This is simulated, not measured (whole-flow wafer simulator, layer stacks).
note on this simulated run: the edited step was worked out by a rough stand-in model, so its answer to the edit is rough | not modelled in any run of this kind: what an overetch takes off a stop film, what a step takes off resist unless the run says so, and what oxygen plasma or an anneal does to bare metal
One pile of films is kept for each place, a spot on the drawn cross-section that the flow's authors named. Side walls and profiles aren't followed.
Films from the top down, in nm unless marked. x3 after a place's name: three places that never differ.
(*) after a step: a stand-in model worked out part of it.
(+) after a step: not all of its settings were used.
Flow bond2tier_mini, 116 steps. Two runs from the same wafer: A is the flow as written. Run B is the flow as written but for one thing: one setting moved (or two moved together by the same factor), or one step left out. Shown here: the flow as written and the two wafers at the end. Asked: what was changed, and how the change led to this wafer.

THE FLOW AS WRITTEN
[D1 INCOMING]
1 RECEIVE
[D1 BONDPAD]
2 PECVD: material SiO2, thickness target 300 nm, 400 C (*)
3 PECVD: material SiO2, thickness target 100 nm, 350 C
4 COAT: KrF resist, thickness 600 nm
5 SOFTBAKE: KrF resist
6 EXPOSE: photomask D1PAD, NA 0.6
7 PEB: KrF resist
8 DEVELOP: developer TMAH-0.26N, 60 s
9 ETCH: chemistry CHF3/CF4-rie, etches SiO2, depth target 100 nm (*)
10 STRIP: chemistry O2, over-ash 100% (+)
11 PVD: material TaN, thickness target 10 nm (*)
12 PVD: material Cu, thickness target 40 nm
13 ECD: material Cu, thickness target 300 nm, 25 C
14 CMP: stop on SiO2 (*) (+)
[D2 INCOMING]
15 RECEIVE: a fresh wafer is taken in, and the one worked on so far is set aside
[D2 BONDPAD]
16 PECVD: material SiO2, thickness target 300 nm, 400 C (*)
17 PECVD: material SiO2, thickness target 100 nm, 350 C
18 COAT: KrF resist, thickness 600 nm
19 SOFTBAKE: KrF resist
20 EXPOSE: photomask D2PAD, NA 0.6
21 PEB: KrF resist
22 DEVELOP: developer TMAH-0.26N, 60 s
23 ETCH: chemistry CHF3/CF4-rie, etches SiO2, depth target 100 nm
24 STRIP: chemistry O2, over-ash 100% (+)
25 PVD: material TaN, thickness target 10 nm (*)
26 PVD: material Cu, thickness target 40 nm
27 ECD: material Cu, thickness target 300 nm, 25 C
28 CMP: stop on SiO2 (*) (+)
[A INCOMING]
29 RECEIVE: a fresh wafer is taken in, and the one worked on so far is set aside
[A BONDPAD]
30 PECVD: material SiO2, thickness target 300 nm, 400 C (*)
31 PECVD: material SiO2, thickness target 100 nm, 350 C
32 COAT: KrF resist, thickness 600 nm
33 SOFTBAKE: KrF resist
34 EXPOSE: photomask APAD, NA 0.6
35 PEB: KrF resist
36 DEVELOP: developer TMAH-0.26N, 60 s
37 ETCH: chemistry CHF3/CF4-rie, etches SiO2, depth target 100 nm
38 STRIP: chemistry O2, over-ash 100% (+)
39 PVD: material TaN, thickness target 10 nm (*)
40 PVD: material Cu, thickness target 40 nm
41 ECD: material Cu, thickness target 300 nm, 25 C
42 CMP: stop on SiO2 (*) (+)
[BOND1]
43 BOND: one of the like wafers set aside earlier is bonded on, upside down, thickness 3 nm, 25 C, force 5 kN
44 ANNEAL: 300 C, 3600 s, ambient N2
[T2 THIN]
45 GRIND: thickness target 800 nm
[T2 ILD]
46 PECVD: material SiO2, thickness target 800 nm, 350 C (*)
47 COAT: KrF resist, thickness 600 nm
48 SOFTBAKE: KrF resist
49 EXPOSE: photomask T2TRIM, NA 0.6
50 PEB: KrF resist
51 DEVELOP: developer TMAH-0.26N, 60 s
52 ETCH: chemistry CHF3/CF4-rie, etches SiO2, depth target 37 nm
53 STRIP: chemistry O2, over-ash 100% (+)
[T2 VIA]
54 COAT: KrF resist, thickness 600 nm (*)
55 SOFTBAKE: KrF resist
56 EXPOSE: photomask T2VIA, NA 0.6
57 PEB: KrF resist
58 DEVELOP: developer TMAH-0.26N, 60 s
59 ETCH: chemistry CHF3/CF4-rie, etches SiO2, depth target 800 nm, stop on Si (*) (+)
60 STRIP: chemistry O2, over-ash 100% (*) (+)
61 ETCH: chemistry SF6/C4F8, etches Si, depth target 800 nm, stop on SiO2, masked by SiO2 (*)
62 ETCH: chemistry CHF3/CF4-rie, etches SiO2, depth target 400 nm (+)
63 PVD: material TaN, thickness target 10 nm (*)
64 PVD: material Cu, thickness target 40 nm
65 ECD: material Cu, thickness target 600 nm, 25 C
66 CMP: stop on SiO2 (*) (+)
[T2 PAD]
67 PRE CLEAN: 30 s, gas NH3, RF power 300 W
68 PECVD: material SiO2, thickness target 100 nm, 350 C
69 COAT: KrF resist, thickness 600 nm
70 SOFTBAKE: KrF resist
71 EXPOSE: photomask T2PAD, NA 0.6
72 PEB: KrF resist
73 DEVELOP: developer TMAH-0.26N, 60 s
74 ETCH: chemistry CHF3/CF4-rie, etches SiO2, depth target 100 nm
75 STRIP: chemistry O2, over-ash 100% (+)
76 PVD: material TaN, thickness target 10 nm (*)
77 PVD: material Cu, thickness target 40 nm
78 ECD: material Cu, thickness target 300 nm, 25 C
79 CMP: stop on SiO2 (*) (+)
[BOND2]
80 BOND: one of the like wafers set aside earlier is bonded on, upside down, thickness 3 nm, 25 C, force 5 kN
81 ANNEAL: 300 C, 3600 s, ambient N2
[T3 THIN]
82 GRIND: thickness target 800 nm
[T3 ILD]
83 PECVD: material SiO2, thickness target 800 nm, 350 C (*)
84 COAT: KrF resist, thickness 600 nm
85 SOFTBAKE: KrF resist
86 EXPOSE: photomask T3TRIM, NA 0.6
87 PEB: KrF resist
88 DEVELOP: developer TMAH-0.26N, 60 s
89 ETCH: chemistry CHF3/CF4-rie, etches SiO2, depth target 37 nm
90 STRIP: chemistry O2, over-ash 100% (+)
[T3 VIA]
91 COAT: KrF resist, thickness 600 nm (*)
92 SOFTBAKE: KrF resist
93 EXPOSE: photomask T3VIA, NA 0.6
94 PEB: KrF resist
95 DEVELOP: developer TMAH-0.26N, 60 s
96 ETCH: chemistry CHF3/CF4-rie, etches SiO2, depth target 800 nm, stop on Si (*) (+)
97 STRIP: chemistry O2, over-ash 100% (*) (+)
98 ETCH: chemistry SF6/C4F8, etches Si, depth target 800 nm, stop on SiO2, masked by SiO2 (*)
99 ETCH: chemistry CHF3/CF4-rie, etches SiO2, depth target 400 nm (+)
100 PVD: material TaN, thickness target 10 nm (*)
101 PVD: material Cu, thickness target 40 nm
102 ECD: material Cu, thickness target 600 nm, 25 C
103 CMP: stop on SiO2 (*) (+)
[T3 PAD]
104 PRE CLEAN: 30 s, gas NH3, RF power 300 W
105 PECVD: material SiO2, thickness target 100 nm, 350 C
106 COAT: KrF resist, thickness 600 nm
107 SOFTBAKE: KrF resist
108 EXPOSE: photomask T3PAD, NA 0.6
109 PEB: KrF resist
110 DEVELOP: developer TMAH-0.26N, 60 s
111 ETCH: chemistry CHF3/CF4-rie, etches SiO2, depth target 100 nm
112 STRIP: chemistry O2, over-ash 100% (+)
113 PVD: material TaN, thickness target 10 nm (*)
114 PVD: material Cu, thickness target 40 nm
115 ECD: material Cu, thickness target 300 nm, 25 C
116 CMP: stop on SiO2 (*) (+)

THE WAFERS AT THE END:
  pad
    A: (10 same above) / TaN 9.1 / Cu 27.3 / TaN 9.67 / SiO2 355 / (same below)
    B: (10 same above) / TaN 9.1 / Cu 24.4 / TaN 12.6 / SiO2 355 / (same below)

The cause: step 63, PVD: thickness target 13 nm was run, where the flow has thickness target 10 nm.

How the change led to this, step by step:
  63 PVD: material TaN, thickness target 10 nm (*)
      field: A TaN +10 (new film) | B TaN +13 (new film)
      pad: A TaN +9.67 (new film) | B TaN +12.6 (new film)
  66 CMP: stop on SiO2 (*) (+)
      field: A Cu -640 (all of it), TaN -10 (all of it) | B Cu -640 (all of it), TaN -13 (all of it)
